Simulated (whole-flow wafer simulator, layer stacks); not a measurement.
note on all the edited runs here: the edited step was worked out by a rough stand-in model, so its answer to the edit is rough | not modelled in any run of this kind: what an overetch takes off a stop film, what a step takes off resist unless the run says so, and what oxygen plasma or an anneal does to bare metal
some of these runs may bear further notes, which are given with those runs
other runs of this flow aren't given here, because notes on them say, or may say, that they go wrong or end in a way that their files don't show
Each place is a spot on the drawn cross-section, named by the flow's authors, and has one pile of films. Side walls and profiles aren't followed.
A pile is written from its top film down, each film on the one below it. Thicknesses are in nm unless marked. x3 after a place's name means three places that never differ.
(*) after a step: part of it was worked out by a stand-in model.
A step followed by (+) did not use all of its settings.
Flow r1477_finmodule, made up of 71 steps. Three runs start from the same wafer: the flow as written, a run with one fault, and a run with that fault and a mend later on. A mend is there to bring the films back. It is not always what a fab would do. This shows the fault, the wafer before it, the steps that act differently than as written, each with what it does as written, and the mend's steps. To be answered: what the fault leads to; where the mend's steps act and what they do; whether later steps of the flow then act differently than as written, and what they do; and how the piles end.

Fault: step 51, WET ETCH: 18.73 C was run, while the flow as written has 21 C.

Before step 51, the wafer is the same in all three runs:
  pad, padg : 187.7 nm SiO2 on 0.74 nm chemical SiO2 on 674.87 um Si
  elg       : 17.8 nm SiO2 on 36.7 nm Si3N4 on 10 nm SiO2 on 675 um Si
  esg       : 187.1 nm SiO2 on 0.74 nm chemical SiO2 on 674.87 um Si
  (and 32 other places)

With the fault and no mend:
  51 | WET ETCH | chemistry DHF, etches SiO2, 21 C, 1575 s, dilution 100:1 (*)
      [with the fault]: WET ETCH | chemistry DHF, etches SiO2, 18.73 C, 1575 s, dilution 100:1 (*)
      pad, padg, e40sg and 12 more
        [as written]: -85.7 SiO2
        [with the fault]: -78.1 SiO2
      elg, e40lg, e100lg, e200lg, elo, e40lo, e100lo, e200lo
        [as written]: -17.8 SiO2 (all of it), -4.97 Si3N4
        [with the fault]: -17.8 SiO2 (all of it), -4.14 Si3N4
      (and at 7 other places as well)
  Steps further on in the flow that do not act as written (1 other step is not shown; it differs only slightly, by no more than 2% or 0.5 nm, whichever is larger):
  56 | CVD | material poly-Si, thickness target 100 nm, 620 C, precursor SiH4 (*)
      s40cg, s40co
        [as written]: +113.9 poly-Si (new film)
        [with the fault]: +106.9 poly-Si (new film)
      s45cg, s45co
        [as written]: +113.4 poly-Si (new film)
        [with the fault]: +106.3 poly-Si (new film)
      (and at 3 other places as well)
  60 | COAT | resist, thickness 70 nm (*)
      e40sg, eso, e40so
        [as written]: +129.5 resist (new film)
        [with the fault]: +123 resist (new film)
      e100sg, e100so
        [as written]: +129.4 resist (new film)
        [with the fault]: +123 resist (new film)
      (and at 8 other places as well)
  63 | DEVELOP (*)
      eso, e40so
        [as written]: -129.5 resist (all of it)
        [with the fault]: -123 resist (all of it)
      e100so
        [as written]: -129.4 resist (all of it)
        [with the fault]: -123 resist (all of it)
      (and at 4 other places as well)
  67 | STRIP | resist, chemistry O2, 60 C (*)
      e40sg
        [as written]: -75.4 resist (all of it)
        [with the fault]: -68.9 resist (all of it)
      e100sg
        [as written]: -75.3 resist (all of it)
        [with the fault]: -68.9 resist (all of it)
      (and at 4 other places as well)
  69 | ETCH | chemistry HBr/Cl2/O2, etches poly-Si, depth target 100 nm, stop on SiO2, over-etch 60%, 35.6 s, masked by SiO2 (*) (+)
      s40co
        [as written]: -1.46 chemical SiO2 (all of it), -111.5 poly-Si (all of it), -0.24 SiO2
        [with the fault]: -1.42 chemical SiO2 (all of it), -104.5 poly-Si (all of it), -0.28 SiO2
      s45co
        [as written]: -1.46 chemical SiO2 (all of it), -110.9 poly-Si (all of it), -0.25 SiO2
        [with the fault]: -1.42 chemical SiO2 (all of it), -103.9 poly-Si (all of it), -0.28 SiO2
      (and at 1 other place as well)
  At pad, padg, elg and 27 more, the piles at the end differ from the flow's by more than 2% or 0.5 nm, whichever is larger.
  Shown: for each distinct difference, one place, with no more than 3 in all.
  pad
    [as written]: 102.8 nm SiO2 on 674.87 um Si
    [with the fault]: 110.4 nm SiO2 on 674.87 um Si
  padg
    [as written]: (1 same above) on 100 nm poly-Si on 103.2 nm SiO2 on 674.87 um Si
    [with the fault]: (1 same above) on 100 nm poly-Si on 110.9 nm SiO2 on 674.87 um Si
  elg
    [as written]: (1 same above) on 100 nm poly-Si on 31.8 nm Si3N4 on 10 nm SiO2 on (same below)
    [with the fault]: (1 same above) on 100 nm poly-Si on 32.6 nm Si3N4 on 10 nm SiO2 on (same below)

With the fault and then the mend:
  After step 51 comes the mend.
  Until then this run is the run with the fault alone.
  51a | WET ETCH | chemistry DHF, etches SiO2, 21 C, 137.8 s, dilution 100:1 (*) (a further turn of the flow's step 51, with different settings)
      pad, padg, e40sg and 12 more
        -7.5 SiO2
      elg, e40lg, e100lg, e200lg, elo, e40lo, e100lo, e200lo
        -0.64 Si3N4
      esg, s40cg, s45cg, s50cg, s40co, s45co, s50co
        -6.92 SiO2
  Every later step of the flow that is run acts as written, at every place that is followed, to within 2% or 0.5 nm, whichever is larger.
  At the end the piles are close to the flow's at the places that both follow, differing by at most 2% or 0.5 nm, whichever is larger.
